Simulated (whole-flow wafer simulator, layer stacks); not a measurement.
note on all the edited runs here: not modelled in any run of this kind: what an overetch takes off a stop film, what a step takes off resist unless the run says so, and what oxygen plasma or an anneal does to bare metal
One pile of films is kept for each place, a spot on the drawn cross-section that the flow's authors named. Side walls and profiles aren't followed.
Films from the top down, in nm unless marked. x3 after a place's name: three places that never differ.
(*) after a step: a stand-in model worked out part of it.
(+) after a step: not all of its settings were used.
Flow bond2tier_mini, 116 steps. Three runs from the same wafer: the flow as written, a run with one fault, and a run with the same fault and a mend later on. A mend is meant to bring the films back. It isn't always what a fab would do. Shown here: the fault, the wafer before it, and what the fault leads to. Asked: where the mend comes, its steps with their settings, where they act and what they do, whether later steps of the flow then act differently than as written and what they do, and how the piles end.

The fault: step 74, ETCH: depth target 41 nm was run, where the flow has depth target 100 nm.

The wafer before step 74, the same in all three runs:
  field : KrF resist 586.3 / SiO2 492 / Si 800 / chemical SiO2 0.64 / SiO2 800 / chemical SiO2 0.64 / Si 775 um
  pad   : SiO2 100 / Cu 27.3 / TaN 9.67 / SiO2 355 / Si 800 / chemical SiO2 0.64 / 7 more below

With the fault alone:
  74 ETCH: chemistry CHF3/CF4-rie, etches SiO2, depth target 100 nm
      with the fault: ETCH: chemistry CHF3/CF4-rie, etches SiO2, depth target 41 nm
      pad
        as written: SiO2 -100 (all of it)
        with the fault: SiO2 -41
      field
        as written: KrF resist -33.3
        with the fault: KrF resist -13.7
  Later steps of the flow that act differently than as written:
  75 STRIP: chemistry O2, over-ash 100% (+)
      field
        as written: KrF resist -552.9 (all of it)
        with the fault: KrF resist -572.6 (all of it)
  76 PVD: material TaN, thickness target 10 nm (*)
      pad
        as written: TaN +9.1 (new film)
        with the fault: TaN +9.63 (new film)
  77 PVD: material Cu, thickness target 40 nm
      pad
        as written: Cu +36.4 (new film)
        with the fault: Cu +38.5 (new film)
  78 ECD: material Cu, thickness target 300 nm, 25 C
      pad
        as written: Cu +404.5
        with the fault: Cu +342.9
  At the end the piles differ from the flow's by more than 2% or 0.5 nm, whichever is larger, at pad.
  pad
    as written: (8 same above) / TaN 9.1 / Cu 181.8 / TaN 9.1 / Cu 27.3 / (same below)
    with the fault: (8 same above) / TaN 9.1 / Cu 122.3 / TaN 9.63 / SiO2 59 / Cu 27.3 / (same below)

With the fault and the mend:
  The mend comes after step 74.
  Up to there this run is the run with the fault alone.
  74a ETCH: chemistry CHF3/CF4-rie, etches SiO2, depth target 59 nm (the flow's step 74 once more, with other settings)
      field
        KrF resist -19.7
      pad
        SiO2 -59 (all of it)
  No later step of the flow acts differently than as written at any place that is followed.
  At the end the piles are the same as the flow's at every place that both follow.
